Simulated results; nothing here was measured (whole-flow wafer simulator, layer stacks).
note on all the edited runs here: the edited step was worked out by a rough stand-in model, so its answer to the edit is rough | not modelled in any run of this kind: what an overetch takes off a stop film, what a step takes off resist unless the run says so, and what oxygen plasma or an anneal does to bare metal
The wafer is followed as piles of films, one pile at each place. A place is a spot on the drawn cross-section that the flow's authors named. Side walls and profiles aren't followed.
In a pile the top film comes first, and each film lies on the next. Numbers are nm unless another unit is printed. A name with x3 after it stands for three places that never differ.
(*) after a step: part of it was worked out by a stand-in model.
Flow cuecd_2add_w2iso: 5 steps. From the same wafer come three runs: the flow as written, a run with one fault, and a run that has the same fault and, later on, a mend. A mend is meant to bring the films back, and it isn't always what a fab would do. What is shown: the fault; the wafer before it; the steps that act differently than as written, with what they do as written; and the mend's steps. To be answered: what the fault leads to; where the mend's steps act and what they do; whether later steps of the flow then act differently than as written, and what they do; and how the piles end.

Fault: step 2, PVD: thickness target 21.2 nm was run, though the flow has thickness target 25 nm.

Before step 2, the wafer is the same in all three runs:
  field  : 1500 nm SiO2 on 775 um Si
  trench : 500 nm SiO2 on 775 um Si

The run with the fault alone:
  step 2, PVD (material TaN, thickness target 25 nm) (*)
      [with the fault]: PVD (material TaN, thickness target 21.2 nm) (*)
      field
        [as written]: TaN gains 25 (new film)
        [with the fault]: TaN gains 21.2 (new film)
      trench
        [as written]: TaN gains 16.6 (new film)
        [with the fault]: TaN gains 14.1 (new film)
  None of the later steps of the flow differs from how it acts as written, at any place that is followed, by more than 2% or 0.5 nm, whichever is larger.
  At field, trench, the piles at the end differ from the flow's by more than 2% or 0.5 nm, whichever is larger.
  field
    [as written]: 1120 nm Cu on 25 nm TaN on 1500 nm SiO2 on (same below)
    [with the fault]: 1120 nm Cu on 21.2 nm TaN on 1500 nm SiO2 on (same below)
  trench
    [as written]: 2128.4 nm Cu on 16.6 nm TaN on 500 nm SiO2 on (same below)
    [with the fault]: 2127.1 nm Cu on 14.1 nm TaN on 500 nm SiO2 on (same below)

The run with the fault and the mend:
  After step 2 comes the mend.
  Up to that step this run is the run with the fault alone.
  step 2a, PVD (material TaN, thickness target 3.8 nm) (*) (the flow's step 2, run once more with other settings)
      field
        TaN gains 3.8
      trench
        TaN gains 2.51
  None of the later steps of the flow acts differently than as written at any place that is followed.
  The piles end the same as the flow's at every place that both follow.
